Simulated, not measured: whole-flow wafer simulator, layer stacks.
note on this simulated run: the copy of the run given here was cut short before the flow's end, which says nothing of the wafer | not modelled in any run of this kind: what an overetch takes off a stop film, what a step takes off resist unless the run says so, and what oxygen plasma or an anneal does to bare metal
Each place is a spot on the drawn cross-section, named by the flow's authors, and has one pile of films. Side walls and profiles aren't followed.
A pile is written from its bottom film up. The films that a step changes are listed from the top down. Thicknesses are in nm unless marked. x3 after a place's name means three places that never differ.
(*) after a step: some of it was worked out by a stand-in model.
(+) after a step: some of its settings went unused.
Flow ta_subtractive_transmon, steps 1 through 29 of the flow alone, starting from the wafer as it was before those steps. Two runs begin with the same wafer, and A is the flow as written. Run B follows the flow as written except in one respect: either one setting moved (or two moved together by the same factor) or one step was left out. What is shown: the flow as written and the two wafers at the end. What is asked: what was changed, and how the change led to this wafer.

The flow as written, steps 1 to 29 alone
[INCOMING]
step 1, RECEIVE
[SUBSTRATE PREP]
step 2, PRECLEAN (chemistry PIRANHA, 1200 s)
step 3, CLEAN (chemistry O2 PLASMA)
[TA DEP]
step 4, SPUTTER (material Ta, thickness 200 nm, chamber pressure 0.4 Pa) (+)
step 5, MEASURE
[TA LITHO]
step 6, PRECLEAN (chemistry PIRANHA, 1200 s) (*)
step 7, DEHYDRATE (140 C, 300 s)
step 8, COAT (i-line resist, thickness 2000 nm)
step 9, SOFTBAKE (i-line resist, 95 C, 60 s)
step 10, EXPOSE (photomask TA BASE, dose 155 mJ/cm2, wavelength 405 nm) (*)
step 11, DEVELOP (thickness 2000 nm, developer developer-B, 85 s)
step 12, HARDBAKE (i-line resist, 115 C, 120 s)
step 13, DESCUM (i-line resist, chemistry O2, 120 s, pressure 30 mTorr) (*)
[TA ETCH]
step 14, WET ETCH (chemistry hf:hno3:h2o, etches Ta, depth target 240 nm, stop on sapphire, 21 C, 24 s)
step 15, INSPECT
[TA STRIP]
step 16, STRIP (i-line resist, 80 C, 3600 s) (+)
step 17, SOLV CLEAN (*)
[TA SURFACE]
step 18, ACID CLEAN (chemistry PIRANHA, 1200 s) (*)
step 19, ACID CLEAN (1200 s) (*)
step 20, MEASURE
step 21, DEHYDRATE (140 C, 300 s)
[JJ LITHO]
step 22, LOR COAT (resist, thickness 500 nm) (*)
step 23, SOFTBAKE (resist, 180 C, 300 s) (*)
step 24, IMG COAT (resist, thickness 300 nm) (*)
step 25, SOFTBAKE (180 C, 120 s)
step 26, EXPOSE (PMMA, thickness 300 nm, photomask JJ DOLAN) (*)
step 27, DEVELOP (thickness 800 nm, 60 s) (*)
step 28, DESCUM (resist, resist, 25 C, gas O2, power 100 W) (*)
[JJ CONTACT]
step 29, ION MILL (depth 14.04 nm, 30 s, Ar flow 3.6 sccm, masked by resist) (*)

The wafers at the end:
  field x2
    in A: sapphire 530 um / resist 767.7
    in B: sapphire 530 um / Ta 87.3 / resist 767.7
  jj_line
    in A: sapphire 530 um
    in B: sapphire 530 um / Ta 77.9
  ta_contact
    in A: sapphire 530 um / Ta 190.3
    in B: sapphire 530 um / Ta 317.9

Cause: step 4, SPUTTER: thickness 327.6 nm was run, whereas the flow has thickness 200 nm.

Step by step, how the change led to this:
  step 4, SPUTTER (material Ta, thickness 200 nm, chamber pressure 0.4 Pa) (+)
      field x2, jj_line, lead, ta_contact, ta_pad: A +200 Ta (new film) | B +327.6 Ta (new film)
  step 14, WET ETCH (chemistry hf:hno3:h2o, etches Ta, depth target 240 nm, stop on sapphire, 21 C, 24 s)
      field x2, jj_line, lead: A -200 Ta (all of it) | B -240 Ta
  step 22, LOR COAT (resist, thickness 500 nm) (*)
      ta_contact: A +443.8 resist (new film) | B +433.7 resist (new film)
  step 29, ION MILL (depth 14.04 nm, 30 s, Ar flow 3.6 sccm, masked by resist) (*)
      jj_line, lead: A -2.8 sapphire | B -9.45 Ta
Taking metal films that touch as one body, field x2 has 1 body; the flow as written gives 0 bodies.
Taking metal films that touch as one body, jj_line has 1 body; the flow as written gives 0 bodies.
